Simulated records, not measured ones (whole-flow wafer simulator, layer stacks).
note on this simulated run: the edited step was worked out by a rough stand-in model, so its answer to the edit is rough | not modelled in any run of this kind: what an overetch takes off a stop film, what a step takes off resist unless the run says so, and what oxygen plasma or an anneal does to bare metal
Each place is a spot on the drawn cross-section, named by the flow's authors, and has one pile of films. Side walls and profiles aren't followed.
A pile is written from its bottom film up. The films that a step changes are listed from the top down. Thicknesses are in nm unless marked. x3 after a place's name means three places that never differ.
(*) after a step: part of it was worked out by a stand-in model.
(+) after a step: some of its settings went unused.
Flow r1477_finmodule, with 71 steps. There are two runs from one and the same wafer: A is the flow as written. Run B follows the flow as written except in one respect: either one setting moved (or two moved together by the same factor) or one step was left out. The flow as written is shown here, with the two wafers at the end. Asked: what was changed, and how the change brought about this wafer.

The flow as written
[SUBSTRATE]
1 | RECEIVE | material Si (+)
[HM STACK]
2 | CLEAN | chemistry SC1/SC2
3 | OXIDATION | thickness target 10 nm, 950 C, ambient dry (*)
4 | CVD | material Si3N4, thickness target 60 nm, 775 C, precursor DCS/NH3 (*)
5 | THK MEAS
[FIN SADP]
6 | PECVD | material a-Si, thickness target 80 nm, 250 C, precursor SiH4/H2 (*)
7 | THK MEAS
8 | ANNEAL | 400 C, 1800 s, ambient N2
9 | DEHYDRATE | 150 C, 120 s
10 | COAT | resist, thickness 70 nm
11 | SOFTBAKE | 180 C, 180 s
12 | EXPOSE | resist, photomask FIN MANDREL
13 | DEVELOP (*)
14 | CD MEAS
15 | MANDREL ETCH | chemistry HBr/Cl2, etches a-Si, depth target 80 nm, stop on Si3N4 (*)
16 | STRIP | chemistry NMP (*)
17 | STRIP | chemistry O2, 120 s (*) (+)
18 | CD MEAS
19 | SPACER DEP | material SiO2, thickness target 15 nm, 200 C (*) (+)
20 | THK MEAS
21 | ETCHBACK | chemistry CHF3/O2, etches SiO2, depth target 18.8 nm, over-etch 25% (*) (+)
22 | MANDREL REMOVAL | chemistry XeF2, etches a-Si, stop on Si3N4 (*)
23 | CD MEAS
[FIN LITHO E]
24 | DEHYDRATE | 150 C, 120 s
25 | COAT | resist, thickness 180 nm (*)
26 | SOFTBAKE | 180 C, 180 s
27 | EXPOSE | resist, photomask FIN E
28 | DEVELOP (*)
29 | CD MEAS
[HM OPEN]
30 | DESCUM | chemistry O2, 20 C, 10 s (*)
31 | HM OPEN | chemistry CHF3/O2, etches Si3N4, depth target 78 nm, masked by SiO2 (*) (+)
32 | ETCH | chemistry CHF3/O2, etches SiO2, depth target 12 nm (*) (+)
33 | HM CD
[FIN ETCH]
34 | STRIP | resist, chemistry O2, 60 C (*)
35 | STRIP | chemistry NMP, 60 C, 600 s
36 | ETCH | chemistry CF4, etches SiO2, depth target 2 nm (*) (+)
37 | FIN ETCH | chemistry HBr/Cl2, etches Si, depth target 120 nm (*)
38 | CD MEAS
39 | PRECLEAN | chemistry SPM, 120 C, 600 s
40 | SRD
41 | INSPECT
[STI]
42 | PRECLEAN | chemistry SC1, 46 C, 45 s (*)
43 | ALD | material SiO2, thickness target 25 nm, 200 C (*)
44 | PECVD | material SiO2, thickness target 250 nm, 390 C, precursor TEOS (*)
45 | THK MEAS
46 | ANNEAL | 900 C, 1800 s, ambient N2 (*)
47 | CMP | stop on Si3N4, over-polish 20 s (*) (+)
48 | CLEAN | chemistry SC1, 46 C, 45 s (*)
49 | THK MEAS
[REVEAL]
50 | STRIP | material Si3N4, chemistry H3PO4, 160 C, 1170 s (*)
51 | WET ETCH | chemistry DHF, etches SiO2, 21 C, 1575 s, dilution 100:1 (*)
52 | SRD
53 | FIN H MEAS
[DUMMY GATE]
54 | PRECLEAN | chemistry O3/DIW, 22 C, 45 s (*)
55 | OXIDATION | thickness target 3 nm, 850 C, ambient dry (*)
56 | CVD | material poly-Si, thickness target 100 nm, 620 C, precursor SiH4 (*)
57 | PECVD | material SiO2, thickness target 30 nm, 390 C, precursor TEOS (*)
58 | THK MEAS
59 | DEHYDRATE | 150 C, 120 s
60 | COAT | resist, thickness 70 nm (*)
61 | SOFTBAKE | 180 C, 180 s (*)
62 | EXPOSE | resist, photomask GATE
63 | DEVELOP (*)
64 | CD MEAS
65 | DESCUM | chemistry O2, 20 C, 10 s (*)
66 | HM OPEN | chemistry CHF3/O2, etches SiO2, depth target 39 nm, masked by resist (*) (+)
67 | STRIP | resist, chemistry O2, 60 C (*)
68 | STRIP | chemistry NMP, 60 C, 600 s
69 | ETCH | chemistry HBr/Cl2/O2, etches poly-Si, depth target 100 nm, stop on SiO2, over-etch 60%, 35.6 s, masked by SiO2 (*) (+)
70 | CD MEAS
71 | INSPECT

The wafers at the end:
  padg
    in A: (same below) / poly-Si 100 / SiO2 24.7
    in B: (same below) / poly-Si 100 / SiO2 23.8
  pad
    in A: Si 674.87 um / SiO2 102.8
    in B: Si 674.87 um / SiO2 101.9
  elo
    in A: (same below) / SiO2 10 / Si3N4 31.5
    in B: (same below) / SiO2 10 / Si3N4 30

What caused this: step 69, ETCH: depth target 117.5 nm was run, while the flow as written has depth target 100 nm.

The path from the change to this, step by step:
  69 | ETCH | chemistry HBr/Cl2/O2, etches poly-Si, depth target 100 nm, stop on SiO2, over-etch 60%, 35.6 s, masked by SiO2 (*) (+)
      padg, elg, esg and 15 more: A -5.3 SiO2 | B -6.23 SiO2
      pad, eso, e40so and 8 more: A -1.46 chemical SiO2 (all of it), -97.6 poly-Si (all of it), -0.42 SiO2 | B -1.46 chemical SiO2 (all of it), -97.6 poly-Si (all of it), -1.35 SiO2
      (also at 4 further places)
